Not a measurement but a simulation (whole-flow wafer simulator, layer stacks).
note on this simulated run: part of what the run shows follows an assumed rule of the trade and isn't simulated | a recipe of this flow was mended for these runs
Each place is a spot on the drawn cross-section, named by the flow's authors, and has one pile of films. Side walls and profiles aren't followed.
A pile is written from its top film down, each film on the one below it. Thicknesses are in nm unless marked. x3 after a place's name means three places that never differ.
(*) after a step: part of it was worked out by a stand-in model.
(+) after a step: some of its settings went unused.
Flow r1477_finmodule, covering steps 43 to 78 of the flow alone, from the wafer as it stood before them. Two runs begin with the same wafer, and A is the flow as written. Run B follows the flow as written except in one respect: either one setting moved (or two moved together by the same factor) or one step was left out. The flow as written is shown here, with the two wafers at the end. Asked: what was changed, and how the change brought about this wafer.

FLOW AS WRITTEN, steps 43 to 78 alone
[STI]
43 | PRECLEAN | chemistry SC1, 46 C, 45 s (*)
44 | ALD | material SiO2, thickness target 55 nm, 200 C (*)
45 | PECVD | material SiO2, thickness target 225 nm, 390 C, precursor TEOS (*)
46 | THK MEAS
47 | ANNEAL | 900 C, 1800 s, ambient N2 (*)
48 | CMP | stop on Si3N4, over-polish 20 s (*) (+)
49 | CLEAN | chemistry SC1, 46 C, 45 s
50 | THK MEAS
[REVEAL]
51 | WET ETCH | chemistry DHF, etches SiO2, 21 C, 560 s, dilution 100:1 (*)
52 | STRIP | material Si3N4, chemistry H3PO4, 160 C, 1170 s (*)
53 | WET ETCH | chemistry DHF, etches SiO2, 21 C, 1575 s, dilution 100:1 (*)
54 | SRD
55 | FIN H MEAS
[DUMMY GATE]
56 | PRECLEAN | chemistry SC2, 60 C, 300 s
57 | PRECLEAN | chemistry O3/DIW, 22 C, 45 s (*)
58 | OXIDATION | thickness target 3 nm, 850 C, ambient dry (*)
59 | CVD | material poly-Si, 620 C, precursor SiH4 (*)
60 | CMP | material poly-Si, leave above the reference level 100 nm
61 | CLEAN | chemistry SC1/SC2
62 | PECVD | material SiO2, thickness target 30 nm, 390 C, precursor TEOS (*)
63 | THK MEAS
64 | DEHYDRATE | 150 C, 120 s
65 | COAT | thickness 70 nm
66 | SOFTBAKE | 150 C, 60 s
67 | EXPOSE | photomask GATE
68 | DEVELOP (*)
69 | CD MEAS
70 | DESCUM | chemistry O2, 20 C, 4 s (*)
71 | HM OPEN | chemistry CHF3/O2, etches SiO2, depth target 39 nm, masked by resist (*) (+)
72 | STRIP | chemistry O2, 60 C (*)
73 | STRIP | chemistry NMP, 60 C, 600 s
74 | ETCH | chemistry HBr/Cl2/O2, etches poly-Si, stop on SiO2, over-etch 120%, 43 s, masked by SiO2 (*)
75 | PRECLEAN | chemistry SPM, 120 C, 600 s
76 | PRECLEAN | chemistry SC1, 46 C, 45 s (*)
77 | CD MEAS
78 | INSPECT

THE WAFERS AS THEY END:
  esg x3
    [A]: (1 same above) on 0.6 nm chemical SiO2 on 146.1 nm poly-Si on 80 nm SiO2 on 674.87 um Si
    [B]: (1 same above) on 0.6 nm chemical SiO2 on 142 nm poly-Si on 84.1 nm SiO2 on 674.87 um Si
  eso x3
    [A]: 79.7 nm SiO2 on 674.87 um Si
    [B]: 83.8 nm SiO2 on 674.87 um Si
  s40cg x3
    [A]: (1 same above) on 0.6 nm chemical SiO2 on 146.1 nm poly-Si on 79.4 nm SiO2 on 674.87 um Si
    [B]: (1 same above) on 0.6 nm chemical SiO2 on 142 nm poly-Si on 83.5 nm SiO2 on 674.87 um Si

What caused this: step 53, WET ETCH: 19.7 C was run, whereas the flow has 21 C.

How this came from the change, step by step:
  53 | WET ETCH | chemistry DHF, etches SiO2, 21 C, 1575 s, dilution 100:1 (*)
      esg x3, e200sg, s40cg x3, s40sg x3, eso x3, e200so, s40co x3, s40so x3: A SiO2 loses 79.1 | B SiO2 loses 75
      pad, padg: A SiO2 loses 85.7 | B SiO2 loses 81.2
  60 | CMP | material poly-Si, leave above the reference level 100 nm
      pad, padg: A poly-Si loses 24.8 | B poly-Si loses 29.2
  74 | ETCH | chemistry HBr/Cl2/O2, etches poly-Si, stop on SiO2, over-etch 120%, 43 s, masked by SiO2 (*)
      eso x3, e200so, s40co x3, s40so x3: A chemical SiO2 loses 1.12 (all of it), poly-Si loses 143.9 (all of it), SiO2 loses 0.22 | B chemical SiO2 loses 1.12 (all of it), poly-Si loses 139.8 (all of it), SiO2 loses 0.24
      pad: A chemical SiO2 loses 1.12 (all of it), poly-Si loses 152.8 (all of it), SiO2 loses 0.17 | B chemical SiO2 loses 1.12 (all of it), poly-Si loses 148.4 (all of it), SiO2 loses 0.19
